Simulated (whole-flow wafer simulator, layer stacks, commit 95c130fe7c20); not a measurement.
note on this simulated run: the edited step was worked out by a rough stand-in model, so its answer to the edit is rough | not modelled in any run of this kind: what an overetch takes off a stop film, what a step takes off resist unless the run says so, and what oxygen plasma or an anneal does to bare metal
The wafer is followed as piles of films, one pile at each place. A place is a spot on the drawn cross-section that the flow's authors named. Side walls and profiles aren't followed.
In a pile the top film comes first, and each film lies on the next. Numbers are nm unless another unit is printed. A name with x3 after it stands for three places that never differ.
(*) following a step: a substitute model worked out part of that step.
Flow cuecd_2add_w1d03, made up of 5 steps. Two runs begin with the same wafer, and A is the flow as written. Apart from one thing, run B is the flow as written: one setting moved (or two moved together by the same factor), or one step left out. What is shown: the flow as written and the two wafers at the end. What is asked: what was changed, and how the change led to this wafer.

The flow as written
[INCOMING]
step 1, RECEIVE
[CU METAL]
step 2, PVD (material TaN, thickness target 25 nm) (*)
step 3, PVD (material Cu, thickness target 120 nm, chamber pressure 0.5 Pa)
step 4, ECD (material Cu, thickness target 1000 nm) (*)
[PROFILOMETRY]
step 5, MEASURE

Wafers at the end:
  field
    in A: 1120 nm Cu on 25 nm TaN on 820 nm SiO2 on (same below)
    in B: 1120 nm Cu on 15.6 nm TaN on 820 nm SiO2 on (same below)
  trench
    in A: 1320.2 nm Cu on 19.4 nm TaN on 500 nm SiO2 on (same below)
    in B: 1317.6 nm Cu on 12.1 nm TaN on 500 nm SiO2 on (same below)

Cause: step 2, PVD: thickness target 15.6 nm was run, while the flow as written has thickness target 25 nm.
The wafer lets one read it off: field has TaN 15.6, and step 2 as written asks for 25 nm.

Step by step, how the change led to this:
  step 2, PVD (material TaN, thickness target 25 nm) (*)
      field: A +25 TaN (new film) | B +15.6 TaN (new film)
      trench: A +19.4 TaN (new film) | B +12.1 TaN (new film)
